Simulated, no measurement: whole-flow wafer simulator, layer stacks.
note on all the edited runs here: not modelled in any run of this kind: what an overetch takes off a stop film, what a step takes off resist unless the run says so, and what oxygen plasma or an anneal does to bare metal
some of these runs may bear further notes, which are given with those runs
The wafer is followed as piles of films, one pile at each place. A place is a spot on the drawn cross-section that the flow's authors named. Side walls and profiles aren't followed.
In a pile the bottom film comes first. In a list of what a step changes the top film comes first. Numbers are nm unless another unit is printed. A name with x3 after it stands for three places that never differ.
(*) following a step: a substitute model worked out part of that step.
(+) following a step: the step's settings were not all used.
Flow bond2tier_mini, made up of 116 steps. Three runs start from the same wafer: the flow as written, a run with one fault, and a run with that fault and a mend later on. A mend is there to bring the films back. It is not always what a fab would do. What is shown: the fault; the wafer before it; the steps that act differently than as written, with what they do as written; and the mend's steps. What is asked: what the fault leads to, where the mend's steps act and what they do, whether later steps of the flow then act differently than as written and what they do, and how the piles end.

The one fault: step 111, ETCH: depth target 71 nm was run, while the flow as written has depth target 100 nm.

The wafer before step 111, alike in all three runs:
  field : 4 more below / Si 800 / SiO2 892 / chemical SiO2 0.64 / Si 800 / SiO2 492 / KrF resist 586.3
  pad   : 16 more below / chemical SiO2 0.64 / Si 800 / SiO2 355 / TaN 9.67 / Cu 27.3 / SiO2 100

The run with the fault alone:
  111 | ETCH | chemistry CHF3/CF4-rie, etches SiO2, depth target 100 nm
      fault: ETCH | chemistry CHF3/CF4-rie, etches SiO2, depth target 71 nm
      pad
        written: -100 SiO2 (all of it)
        fault: -71 SiO2
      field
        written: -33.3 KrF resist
        fault: -23.7 KrF resist
  Later steps of the flow acting differently than as written (2 more steps, not shown, differ only slightly: by at most 2% or 0.5 nm, whichever is larger):
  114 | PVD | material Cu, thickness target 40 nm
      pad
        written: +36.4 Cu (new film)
        fault: +37.4 Cu (new film)
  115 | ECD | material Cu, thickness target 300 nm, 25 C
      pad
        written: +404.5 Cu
        fault: +374.2 Cu
  The piles end different from the flow's at pad by more than 2% or 0.5 nm, whichever is larger.
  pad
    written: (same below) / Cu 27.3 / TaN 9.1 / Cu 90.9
    fault: (same below) / Cu 27.3 / SiO2 29 / TaN 9.36 / Cu 61.6

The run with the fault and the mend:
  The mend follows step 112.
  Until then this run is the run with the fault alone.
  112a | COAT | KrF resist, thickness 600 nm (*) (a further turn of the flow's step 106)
      field
        +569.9 KrF resist (new film)
      pad
        +631.4 KrF resist (new film)
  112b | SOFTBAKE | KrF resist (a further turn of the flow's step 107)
      alters no film at any place that is followed
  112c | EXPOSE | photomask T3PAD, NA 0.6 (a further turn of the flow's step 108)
      alters no film at any place that is followed
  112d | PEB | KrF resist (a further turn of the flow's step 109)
      alters no film at any place that is followed
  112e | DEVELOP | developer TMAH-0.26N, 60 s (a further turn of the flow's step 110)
      field
        -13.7 KrF resist
      pad
        -631.4 KrF resist (all of it)
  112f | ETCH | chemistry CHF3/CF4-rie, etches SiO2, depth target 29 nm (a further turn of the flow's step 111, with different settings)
      field
        -9.67 KrF resist
      pad
        -29 SiO2 (all of it)
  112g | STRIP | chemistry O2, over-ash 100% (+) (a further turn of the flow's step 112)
      field
        -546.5 KrF resist (all of it)
  Later steps of the flow that are run all act as written at every place that is followed.
  At every place that both follow, the piles at the end match the flow's.
